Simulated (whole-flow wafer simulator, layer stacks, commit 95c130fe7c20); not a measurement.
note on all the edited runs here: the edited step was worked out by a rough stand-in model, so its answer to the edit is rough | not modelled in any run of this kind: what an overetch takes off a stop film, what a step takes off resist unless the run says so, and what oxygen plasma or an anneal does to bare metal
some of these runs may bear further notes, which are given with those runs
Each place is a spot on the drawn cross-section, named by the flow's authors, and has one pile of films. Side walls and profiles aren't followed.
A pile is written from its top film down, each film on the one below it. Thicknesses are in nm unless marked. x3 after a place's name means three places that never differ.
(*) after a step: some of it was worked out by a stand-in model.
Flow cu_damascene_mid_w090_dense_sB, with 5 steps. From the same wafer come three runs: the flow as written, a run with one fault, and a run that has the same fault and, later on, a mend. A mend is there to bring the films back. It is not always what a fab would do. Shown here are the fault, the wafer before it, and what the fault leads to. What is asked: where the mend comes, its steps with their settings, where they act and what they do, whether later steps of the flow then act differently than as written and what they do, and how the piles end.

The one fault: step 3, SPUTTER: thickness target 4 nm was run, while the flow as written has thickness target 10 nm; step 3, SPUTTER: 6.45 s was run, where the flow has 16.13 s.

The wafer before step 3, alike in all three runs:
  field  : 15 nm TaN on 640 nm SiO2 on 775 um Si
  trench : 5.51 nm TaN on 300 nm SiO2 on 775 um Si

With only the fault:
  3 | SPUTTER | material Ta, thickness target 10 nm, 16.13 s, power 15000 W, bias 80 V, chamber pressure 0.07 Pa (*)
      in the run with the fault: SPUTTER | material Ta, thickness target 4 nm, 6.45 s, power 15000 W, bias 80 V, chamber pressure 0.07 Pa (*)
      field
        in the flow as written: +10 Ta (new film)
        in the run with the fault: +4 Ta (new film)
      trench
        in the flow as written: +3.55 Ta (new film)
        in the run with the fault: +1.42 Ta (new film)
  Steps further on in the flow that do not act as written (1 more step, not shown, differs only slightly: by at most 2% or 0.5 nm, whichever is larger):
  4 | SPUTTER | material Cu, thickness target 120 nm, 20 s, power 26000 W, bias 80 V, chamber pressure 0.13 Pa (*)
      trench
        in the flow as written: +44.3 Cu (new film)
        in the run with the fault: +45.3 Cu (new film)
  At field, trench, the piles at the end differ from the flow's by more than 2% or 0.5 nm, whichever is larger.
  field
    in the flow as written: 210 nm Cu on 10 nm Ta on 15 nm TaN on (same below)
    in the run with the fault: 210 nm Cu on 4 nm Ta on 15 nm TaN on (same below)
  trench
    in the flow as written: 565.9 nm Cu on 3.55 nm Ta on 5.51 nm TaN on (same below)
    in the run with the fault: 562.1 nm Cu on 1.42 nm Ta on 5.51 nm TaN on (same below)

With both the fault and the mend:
  The mend follows step 3.
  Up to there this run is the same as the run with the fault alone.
  3a | SPUTTER | material Ta, thickness target 6 nm, 9.678 s, power 15000 W, bias 80 V, chamber pressure 0.07 Pa (*) (the flow's step 3, run once more with other settings)
      field
        +6 Ta
      trench
        +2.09 Ta
  Every later step of the flow that is run acts as written at every place that is followed.
  When the end is reached, the piles differ only a little from the flow's at the places that both follow, at most by 2% or 0.5 nm, whichever is larger.
